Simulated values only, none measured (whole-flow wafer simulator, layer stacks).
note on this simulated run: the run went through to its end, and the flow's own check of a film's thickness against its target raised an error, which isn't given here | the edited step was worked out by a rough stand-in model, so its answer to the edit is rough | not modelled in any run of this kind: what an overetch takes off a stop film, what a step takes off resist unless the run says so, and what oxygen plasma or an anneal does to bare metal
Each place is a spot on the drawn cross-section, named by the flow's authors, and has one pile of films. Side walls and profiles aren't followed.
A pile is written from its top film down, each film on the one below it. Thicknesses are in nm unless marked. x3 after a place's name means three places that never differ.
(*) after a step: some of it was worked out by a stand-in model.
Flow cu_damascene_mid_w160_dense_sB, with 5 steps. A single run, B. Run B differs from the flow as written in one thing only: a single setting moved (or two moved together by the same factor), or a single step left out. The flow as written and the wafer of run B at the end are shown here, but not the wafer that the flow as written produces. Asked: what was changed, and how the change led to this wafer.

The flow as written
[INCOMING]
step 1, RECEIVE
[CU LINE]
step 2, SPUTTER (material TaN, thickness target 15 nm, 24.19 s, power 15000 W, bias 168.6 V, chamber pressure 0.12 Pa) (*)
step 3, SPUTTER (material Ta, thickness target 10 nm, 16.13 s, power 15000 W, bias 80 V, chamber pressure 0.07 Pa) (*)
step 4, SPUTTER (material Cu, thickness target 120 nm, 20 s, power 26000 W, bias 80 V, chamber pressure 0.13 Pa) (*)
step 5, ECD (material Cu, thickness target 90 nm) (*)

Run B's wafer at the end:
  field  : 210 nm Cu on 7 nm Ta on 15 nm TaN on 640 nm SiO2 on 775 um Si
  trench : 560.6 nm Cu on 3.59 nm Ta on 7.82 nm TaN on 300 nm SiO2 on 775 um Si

What caused this: step 3, SPUTTER: thickness target 7 nm was run, whereas the flow has thickness target 10 nm.
One can read it off the wafer: field has Ta 7, and step 3 as written asks for 10 nm.

How this came from the change, step by step:
  step 3, SPUTTER (material Ta, thickness target 10 nm, 16.13 s, power 15000 W, bias 80 V, chamber pressure 0.07 Pa) (*)
      field: +7 Ta (new film) (it would be, as written: +10 Ta (new film))
      trench: +3.59 Ta (new film) (it would be, as written: +5.14 Ta (new film))
